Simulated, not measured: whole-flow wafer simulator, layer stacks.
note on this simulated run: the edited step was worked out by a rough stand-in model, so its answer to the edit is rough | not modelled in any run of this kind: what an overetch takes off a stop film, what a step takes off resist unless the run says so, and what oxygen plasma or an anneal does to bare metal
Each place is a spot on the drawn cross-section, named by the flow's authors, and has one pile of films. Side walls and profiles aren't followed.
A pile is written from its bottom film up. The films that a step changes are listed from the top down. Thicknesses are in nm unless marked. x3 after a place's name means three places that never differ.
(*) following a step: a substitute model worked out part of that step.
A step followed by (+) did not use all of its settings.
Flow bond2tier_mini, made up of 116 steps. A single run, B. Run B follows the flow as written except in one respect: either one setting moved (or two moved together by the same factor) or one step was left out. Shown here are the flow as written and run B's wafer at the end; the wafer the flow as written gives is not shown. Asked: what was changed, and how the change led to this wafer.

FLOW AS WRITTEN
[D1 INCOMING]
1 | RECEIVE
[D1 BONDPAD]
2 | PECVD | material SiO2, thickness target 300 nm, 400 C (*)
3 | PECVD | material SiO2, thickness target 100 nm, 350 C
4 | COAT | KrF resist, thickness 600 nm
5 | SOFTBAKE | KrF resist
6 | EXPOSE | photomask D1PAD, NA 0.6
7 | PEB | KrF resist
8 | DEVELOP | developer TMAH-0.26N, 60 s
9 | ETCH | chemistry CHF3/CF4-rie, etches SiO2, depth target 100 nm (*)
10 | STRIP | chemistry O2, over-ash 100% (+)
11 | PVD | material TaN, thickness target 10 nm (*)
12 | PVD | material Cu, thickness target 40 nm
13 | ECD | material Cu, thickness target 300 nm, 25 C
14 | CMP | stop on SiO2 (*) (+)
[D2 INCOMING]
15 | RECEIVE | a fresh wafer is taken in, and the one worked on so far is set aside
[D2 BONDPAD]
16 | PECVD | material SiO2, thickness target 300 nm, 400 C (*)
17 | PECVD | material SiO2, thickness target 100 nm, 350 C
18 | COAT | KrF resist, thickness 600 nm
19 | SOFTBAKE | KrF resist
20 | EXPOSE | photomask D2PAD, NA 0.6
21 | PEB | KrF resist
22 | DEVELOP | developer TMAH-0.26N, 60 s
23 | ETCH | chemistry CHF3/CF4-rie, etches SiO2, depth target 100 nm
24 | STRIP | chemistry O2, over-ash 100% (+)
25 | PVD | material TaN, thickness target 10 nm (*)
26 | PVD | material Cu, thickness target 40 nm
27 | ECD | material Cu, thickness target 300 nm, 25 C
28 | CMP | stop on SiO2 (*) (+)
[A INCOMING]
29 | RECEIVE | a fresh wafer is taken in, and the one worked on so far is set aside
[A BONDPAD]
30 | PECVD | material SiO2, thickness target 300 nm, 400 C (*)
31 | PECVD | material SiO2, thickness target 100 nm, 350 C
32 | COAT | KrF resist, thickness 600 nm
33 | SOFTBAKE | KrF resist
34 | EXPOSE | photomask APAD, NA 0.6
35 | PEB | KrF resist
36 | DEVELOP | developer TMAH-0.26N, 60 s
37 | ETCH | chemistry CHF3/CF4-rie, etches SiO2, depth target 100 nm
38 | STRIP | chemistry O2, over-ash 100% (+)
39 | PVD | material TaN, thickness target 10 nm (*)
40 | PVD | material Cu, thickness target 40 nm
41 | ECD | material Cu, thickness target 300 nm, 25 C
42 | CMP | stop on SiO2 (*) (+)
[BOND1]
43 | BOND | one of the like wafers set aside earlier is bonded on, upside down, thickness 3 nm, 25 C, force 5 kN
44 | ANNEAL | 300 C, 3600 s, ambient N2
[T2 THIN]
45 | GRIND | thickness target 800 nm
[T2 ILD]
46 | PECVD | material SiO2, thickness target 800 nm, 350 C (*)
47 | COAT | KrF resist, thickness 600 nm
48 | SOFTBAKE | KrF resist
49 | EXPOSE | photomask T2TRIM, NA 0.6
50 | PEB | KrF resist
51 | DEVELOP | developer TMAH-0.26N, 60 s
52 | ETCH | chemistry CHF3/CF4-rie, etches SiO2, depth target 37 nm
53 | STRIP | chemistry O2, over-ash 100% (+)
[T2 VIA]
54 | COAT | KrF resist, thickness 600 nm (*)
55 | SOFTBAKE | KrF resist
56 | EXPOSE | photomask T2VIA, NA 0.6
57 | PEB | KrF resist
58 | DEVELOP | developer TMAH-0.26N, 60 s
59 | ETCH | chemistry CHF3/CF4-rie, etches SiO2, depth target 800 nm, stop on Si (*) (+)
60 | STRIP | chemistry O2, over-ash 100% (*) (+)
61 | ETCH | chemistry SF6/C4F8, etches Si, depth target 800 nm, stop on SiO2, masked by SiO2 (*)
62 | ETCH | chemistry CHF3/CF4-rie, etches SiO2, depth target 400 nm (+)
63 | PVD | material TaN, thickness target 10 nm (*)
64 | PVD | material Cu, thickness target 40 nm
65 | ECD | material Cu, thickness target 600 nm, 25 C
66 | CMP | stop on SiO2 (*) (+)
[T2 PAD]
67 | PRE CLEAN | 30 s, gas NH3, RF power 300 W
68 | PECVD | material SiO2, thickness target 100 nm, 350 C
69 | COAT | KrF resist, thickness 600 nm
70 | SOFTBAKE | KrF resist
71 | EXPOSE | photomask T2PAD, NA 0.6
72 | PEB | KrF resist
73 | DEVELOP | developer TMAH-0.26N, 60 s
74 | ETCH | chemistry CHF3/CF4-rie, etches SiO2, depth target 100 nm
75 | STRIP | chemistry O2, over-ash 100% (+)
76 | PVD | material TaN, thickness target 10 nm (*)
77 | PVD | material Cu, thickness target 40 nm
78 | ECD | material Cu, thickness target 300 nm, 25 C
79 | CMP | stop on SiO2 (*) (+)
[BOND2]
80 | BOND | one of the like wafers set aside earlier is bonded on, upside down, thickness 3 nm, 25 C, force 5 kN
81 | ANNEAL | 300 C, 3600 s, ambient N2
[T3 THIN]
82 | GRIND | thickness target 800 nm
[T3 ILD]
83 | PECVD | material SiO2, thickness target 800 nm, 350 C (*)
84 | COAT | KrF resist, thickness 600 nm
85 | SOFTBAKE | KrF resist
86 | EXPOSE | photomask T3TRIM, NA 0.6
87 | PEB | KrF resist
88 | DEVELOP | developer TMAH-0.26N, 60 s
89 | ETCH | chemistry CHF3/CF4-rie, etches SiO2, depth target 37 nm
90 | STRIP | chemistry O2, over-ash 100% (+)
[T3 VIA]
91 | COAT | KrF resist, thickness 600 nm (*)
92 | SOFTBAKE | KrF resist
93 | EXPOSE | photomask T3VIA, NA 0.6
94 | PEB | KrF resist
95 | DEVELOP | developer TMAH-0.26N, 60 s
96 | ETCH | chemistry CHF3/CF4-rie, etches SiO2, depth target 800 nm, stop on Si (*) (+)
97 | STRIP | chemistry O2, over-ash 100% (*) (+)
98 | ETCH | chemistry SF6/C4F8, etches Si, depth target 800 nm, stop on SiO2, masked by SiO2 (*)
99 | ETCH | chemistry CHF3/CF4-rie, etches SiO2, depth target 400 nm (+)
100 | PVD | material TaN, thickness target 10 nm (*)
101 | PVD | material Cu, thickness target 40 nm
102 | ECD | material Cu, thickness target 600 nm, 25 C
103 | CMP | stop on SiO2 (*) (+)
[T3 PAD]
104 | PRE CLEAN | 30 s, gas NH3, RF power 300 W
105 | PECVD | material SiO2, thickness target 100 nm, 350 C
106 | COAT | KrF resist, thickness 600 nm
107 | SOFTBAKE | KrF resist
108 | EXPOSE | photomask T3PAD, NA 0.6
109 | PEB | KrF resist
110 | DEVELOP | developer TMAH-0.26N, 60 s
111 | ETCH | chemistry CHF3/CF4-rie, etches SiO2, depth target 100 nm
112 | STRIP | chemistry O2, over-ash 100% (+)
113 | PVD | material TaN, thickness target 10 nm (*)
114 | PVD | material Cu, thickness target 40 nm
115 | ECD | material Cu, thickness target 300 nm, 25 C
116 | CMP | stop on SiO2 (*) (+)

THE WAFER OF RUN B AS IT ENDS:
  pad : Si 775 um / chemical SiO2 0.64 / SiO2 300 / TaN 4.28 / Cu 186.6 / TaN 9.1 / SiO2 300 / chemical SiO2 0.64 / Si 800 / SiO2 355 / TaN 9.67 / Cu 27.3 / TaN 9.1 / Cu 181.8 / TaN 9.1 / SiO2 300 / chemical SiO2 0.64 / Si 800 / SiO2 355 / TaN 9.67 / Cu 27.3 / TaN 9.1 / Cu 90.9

The reason: step 39, PVD: thickness target 4.7 nm was run, though the flow has thickness target 10 nm.

Step by step, how the change led to this:
  39 | PVD | material TaN, thickness target 10 nm (*)
      field: +4.7 TaN (new film) (in the flow as written it would be: +10 TaN (new film))
      pad: +4.28 TaN (new film) (in the flow as written it would be: +9.1 TaN (new film))
      (also at 1 further place)
  42 | CMP | stop on SiO2 (*) (+)
      field: -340 Cu (all of it), -4.7 TaN (all of it) (in the flow as written it would be: -340 Cu (all of it), -10 TaN (all of it))
